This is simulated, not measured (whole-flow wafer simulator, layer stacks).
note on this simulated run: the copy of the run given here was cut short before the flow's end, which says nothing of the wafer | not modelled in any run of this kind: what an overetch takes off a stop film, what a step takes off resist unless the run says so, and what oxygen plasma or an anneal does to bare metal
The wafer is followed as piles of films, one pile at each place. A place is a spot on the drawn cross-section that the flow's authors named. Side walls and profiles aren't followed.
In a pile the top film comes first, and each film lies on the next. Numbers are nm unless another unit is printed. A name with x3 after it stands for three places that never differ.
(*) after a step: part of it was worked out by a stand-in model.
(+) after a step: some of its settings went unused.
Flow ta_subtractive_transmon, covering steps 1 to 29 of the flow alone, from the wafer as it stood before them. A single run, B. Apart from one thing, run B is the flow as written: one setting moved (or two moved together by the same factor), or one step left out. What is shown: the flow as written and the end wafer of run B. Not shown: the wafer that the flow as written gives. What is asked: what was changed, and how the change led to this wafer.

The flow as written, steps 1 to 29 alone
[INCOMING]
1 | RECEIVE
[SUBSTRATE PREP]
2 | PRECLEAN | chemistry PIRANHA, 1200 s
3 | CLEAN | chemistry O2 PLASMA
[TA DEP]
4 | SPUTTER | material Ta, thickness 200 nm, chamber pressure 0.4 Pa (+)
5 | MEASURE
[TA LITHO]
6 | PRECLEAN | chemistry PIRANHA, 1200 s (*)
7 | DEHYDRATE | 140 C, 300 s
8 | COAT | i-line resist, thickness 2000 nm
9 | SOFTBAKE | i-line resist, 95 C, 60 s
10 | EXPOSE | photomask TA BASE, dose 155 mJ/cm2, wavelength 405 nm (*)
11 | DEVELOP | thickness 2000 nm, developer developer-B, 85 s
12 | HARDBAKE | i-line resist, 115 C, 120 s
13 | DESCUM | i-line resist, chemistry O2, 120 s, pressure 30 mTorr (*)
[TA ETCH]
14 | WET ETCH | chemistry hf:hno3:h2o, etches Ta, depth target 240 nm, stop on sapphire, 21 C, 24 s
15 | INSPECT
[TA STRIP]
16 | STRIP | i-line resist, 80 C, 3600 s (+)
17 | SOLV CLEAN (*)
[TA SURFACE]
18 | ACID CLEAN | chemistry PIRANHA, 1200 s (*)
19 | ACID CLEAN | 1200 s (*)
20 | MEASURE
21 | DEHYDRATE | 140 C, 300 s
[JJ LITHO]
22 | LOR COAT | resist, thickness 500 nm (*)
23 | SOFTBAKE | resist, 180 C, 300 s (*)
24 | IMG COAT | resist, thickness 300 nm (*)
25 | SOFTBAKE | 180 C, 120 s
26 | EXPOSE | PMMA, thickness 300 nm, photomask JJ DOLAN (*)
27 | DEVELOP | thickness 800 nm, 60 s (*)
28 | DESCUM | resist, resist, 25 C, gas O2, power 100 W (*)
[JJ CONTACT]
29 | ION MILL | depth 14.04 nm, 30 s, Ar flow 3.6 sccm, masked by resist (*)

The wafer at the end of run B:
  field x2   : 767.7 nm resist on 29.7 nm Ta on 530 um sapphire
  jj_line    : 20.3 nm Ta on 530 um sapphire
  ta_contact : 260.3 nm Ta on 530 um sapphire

Cause: step 4, SPUTTER: thickness 270 nm was run, while the flow as written has thickness 200 nm.

Step by step, how the change led to this:
  4 | SPUTTER | material Ta, thickness 200 nm, chamber pressure 0.4 Pa (+)
      field x2, jj_line, lead, ta_contact, ta_pad: Ta gains 270 (new film) (in the flow as written it would be: Ta gains 200 (new film))
  14 | WET ETCH | chemistry hf:hno3:h2o, etches Ta, depth target 240 nm, stop on sapphire, 21 C, 24 s
      field x2, jj_line, lead: Ta loses 240 (in the flow as written it would be: Ta loses 200 (all of it))
  22 | LOR COAT | resist, thickness 500 nm (*)
      ta_contact: resist gains 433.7 (new film) (in the flow as written it would be: resist gains 443.8 (new film))
  29 | ION MILL | depth 14.04 nm, 30 s, Ar flow 3.6 sccm, masked by resist (*)
      jj_line, lead: Ta loses 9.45 (in the flow as written it would be: sapphire loses 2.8)
If metal films that touch count as one body, field x2 has 1 body; the flow as written gives 0 bodies.
If metal films that touch count as one body, jj_line has 1 body; the flow as written gives 0 bodies.
